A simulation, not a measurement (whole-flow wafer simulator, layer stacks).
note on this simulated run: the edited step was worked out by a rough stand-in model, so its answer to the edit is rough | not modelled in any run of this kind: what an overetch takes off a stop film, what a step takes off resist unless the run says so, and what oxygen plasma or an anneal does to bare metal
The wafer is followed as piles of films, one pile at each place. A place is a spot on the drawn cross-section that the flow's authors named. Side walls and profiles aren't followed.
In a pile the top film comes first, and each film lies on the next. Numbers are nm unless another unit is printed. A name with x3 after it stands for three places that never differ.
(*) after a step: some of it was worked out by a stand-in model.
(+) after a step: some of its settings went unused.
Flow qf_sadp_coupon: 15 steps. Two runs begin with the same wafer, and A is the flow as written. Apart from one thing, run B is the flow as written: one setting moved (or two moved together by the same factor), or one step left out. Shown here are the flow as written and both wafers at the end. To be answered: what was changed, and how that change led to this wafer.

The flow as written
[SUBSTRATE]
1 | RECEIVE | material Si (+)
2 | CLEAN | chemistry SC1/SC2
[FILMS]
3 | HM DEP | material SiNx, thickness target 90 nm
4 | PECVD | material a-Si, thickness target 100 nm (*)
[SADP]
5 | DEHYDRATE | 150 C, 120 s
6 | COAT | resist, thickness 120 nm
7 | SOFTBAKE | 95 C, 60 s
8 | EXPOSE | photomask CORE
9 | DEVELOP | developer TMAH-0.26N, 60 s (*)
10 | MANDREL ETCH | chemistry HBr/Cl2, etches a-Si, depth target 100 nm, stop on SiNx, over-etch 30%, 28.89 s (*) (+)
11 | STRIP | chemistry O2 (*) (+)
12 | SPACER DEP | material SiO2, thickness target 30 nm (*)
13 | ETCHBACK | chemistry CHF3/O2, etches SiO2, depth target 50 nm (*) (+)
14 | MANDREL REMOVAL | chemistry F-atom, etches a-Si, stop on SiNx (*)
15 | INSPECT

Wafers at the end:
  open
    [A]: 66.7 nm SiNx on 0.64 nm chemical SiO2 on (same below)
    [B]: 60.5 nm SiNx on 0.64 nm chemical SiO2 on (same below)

The reason: step 4, PECVD: thickness target 57 nm was run, though the flow has thickness target 100 nm.

The path from the change to this, step by step:
  4 | PECVD | material a-Si, thickness target 100 nm (*)
      m, open: A a-Si gains 100 (new film) | B a-Si gains 57 (new film)
  10 | MANDREL ETCH | chemistry HBr/Cl2, etches a-Si, depth target 100 nm, stop on SiNx, over-etch 30%, 28.89 s (*) (+)
      open: A a-Si loses 100 (all of it), SiNx loses 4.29 | B a-Si loses 57 (all of it), SiNx loses 10.4
  14 | MANDREL REMOVAL | chemistry F-atom, etches a-Si, stop on SiNx (*)
      m: A a-Si loses 95.8 (all of it) | B a-Si loses 52.8 (all of it)
